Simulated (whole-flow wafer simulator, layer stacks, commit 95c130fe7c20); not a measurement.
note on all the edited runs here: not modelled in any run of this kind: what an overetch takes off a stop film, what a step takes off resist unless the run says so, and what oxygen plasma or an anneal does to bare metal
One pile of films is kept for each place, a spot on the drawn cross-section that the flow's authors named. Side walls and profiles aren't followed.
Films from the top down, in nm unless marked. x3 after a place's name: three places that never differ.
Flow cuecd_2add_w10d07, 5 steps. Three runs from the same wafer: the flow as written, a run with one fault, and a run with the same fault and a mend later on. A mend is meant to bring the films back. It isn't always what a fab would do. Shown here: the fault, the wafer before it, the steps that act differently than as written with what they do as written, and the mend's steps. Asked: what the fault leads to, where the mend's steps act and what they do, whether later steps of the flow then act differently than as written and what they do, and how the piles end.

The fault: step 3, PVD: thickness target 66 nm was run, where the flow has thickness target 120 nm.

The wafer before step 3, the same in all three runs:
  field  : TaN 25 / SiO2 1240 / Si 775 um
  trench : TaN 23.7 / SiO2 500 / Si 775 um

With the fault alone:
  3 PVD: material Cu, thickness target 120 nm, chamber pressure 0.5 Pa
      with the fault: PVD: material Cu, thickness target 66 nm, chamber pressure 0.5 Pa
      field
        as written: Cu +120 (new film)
        with the fault: Cu +66 (new film)
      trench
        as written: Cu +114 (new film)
        with the fault: Cu +62.6 (new film)
  No later step of the flow acts differently than as written at any place that is followed.
  At the end the piles differ from the flow's by more than 2% or 0.5 nm, whichever is larger, at field, trench.
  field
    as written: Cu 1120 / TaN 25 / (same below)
    with the fault: Cu 1066 / TaN 25 / (same below)
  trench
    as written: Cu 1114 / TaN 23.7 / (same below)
    with the fault: Cu 1062.6 / TaN 23.7 / (same below)

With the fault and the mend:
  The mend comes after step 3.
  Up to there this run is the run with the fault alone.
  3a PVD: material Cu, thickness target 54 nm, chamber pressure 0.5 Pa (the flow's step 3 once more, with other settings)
      field
        Cu +54
      trench
        Cu +51.2
  No later step of the flow acts differently than as written at any place that is followed.
  At the end the piles differ from the flow's only slightly at the places that both follow, by at most 2% or 0.5 nm, whichever is larger.
